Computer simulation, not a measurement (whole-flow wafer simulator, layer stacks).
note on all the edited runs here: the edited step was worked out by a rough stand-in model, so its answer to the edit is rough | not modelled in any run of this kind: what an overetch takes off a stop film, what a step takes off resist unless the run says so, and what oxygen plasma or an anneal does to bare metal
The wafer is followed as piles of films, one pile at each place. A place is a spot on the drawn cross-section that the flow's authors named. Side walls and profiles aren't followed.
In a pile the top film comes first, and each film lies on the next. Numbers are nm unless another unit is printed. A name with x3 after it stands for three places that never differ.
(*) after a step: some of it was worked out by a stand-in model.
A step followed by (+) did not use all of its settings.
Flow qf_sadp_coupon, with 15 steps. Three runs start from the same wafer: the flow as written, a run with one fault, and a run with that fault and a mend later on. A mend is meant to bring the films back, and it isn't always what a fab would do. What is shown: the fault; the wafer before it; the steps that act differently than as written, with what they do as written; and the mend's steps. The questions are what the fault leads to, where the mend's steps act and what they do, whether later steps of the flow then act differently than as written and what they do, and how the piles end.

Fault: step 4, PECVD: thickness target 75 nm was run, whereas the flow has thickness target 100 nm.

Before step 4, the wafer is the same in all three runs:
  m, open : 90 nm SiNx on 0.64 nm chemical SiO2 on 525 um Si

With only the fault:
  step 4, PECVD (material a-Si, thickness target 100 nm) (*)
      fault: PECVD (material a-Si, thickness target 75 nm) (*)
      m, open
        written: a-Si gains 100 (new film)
        fault: a-Si gains 75 (new film)
  Later steps of the flow acting differently than as written:
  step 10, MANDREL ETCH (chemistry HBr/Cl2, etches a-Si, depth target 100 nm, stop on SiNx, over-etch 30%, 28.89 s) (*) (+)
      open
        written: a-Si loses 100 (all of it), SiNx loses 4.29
        fault: a-Si loses 75 (all of it), SiNx loses 7.86
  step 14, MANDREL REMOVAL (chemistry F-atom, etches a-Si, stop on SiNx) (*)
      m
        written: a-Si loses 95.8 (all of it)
        fault: a-Si loses 70.8 (all of it)
  The piles end different from the flow's at open by more than 2% or 0.5 nm, whichever is larger.
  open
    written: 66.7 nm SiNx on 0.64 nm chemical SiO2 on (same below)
    fault: 63.1 nm SiNx on 0.64 nm chemical SiO2 on (same below)

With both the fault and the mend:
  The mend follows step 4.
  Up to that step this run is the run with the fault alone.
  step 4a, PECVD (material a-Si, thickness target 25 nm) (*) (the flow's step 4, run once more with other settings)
      m, open
        a-Si gains 25
  None of the later steps of the flow acts differently than as written at any place that is followed.
  By the end, the piles equal the flow's at every place that both follow.
